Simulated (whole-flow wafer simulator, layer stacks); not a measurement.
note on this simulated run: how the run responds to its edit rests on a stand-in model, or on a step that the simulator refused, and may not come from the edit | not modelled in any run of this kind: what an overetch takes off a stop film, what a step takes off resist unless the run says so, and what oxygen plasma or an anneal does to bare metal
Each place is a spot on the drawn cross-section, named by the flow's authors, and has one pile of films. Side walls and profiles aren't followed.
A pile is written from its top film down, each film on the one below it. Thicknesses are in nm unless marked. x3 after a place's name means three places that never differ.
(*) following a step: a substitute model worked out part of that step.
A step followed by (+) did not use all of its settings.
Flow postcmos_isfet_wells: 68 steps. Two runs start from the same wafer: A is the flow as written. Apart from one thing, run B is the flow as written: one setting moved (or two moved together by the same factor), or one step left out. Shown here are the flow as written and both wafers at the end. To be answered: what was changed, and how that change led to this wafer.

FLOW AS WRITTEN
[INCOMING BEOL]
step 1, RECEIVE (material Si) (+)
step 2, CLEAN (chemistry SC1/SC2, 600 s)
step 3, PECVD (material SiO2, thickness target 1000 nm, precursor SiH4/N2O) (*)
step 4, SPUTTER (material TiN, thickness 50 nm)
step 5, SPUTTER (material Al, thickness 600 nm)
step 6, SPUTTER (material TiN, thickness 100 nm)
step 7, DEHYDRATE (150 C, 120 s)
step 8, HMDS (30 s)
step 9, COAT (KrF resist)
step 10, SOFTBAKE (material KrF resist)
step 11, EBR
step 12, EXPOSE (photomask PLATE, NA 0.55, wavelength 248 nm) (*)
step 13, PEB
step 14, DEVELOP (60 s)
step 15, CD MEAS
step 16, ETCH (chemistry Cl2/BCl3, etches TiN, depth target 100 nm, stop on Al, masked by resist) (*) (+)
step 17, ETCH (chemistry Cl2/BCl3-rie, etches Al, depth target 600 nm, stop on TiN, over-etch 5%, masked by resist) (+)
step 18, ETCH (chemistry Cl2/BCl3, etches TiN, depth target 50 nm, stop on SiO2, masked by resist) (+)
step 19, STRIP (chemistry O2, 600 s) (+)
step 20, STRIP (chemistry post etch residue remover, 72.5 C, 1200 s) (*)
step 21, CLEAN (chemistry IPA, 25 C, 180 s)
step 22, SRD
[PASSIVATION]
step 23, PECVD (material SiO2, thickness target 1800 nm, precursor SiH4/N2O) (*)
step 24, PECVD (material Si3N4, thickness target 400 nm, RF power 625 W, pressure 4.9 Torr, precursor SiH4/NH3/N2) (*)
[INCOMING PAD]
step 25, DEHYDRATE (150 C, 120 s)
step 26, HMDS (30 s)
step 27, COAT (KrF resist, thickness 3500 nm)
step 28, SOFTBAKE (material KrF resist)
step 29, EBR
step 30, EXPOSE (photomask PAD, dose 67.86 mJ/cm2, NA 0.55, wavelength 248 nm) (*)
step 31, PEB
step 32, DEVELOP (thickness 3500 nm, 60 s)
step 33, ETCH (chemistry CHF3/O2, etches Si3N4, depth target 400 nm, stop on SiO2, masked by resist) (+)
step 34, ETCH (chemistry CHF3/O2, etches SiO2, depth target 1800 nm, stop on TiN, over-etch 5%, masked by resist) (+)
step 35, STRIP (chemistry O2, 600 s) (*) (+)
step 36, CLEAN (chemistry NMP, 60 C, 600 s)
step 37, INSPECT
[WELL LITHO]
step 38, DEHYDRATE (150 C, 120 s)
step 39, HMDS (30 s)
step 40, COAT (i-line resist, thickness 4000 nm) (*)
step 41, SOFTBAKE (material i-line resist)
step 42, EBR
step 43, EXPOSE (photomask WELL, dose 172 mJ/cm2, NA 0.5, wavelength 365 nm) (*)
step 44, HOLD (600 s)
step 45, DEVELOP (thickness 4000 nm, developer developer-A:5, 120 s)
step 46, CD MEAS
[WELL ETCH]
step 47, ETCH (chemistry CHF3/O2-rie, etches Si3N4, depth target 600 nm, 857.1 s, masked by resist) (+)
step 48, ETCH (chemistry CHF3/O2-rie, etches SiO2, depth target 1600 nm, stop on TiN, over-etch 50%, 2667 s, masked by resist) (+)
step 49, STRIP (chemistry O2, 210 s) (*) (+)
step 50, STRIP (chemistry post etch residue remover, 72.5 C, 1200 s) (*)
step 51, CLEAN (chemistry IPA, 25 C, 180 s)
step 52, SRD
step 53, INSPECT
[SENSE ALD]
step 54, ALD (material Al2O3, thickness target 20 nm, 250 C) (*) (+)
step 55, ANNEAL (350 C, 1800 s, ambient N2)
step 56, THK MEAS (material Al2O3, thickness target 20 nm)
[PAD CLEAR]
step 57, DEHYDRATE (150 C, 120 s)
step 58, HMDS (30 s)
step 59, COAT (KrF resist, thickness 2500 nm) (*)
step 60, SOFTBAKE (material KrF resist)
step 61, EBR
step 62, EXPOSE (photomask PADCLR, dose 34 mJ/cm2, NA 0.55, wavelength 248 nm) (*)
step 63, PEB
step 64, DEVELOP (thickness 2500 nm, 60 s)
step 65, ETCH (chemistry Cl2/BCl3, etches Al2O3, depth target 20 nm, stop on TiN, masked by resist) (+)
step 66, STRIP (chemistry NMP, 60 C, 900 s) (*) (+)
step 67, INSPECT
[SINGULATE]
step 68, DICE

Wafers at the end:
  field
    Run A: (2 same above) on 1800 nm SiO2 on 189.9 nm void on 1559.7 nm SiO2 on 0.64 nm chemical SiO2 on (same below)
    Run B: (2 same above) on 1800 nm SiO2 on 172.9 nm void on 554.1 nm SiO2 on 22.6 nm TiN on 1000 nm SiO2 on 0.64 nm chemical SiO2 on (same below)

Cause: step 18, ETCH: depth target 27 nm was run, though the flow has depth target 50 nm.

Step by step, how the change led to this:
  step 18, ETCH (chemistry Cl2/BCl3, etches TiN, depth target 50 nm, stop on SiO2, masked by resist) (+)
      field: A TiN loses 50 (all of it) | B TiN loses 27
      margin, well900, well1300 x3, pad_rim, pad_clr, pad_open: A KrF resist loses 20 | B KrF resist loses 10.8
  step 23, PECVD (material SiO2, thickness target 1800 nm, precursor SiH4/N2O) (*)
      field: A SiO2 gains 1800 (new film), void gains 189.9 (new film), SiO2 gains 559.7 | B SiO2 gains 1800 (new film), void gains 172.9 (new film), SiO2 gains 554.1 (new film)
If metal films that touch count as one body, field has 1 body; the flow as written gives 0 bodies.
